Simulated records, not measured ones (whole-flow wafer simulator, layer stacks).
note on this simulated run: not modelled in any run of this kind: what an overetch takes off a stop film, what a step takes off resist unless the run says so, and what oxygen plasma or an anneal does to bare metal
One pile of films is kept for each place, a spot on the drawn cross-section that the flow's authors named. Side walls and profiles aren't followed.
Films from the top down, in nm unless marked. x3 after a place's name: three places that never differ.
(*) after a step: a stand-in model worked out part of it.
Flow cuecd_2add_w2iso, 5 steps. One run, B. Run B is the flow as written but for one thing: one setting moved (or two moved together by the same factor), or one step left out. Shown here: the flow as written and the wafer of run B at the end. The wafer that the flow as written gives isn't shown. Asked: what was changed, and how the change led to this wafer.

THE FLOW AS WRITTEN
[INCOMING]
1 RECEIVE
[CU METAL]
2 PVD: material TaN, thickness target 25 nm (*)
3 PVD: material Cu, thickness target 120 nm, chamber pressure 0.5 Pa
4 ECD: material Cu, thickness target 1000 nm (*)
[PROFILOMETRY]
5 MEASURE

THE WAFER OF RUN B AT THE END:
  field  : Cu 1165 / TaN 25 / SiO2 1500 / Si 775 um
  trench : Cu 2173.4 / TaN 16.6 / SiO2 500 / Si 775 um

The cause: step 3, PVD: thickness target 165 nm was run, where the flow has thickness target 120 nm.

How the change led to this, step by step:
  3 PVD: material Cu, thickness target 120 nm, chamber pressure 0.5 Pa
      field: Cu +165 (new film) (as written it would be: Cu +120 (new film))
      trench: Cu +110.8 (new film) (as written it would be: Cu +80.8 (new film))
